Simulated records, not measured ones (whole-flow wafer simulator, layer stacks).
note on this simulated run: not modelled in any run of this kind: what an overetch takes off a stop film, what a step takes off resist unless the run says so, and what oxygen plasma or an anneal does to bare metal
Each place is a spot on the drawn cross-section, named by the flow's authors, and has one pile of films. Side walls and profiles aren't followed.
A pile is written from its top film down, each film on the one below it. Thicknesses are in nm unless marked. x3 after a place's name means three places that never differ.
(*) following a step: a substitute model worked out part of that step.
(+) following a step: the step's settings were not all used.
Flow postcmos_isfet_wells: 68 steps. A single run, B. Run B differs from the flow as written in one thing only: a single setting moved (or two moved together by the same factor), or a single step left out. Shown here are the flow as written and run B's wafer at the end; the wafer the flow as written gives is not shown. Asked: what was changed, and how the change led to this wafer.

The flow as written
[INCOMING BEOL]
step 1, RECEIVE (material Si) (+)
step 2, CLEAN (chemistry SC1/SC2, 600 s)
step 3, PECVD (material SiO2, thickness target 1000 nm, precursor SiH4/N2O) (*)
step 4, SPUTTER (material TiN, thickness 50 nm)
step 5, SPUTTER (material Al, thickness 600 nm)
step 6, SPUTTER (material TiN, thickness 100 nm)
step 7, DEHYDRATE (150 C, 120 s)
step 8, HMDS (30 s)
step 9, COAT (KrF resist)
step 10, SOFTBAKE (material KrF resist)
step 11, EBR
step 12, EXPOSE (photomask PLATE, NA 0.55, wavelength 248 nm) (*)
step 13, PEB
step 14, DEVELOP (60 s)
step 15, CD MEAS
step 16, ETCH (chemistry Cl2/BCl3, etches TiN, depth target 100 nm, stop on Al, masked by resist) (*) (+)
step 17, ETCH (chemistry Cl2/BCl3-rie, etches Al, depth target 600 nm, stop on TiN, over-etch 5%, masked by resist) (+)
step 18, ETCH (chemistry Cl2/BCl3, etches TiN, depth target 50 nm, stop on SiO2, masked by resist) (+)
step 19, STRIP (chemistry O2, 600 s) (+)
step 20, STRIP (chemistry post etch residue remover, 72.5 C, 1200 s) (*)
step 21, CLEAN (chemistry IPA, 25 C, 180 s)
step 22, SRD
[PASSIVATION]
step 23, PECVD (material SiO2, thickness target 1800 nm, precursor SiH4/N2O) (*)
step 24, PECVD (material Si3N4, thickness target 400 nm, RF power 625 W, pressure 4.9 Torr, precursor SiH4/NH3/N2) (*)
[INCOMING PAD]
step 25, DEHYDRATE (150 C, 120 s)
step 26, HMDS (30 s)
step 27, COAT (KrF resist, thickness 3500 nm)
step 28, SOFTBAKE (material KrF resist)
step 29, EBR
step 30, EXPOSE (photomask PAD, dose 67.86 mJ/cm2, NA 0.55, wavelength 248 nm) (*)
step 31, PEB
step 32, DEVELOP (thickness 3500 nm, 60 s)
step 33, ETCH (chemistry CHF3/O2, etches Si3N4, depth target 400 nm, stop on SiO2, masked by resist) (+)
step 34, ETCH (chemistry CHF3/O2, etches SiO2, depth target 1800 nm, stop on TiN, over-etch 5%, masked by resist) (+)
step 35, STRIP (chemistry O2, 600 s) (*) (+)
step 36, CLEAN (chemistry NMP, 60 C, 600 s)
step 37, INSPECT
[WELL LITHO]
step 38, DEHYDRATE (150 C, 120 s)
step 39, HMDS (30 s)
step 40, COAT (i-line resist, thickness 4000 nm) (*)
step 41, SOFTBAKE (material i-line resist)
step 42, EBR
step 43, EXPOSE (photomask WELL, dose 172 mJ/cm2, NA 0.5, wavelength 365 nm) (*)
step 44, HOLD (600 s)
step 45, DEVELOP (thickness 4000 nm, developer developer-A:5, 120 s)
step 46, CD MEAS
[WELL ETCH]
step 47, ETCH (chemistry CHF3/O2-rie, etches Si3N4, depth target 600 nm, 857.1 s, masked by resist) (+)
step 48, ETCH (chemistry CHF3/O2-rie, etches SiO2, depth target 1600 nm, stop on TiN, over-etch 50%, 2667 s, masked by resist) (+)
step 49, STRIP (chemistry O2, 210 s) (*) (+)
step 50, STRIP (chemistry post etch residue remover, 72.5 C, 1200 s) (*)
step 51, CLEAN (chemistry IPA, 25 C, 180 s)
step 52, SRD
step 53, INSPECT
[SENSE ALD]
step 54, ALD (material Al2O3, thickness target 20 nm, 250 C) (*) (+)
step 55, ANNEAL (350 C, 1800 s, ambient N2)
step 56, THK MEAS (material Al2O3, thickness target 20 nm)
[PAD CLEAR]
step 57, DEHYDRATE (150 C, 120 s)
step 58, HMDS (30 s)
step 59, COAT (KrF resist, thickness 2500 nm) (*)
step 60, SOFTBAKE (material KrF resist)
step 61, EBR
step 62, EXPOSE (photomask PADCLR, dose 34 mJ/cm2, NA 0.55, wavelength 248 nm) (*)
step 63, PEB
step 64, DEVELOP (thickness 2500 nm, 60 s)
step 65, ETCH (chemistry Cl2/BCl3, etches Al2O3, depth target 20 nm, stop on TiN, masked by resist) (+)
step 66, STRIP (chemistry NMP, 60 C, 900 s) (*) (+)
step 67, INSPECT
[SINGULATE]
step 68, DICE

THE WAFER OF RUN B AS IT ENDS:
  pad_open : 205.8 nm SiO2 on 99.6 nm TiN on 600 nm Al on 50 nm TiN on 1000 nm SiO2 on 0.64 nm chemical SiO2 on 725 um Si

The reason: step 33, ETCH: depth target 204 nm was run, though the flow has depth target 400 nm.

The path from the change to this, step by step:
  step 33, ETCH (chemistry CHF3/O2, etches Si3N4, depth target 400 nm, stop on SiO2, masked by resist) (+)
      pad_open: -204 Si3N4 (in the flow as written it would be: -400 Si3N4 (all of it))
      field, margin, well900, well1300 x3, pad_rim, pad_clr: -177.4 KrF resist (in the flow as written it would be: -347.8 KrF resist)
  step 34, ETCH (chemistry CHF3/O2, etches SiO2, depth target 1800 nm, stop on TiN, over-etch 5%, masked by resist) (+)
      pad_open: -196 Si3N4 (all of it), -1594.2 SiO2 (in the flow as written it would be: -1800 SiO2 (all of it))
  step 35, STRIP (chemistry O2, 600 s) (*) (+)
      field, margin, well900, well1300 x3, pad_rim, pad_clr: -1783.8 KrF resist (all of it) (in the flow as written it would be: -1613.3 KrF resist (all of it))
  step 41, SOFTBAKE (material i-line resist)
      pad_clr: -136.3 i-line resist (in the flow as written it would be: -156.7 i-line resist)
      pad_open: +106.1 i-line resist (in the flow as written it would be: +115.3 i-line resist)
  step 49, STRIP (chemistry O2, 210 s) (*) (+)
      pad_clr: -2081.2 i-line resist (all of it) (in the flow as written it would be: -1996.5 i-line resist (all of it))
      pad_open: -3733.3 i-line resist (all of it) (in the flow as written it would be: -3816.3 i-line resist (all of it))
  step 59, COAT (KrF resist, thickness 2500 nm) (*)
      pad_rim: +2023.2 KrF resist (new film) (in the flow as written it would be: +1976.4 KrF resist (new film))
      pad_clr: +1760.8 KrF resist (new film) (in the flow as written it would be: +1691.6 KrF resist (new film))
  step 64, DEVELOP (thickness 2500 nm, 60 s)
      pad_clr: -1745 KrF resist (all of it) (in the flow as written it would be: -1676 KrF resist (all of it))
  step 66, STRIP (chemistry NMP, 60 C, 900 s) (*) (+)
      pad_rim: -1970.1 KrF resist (all of it) (in the flow as written it would be: -1923.7 KrF resist (all of it))
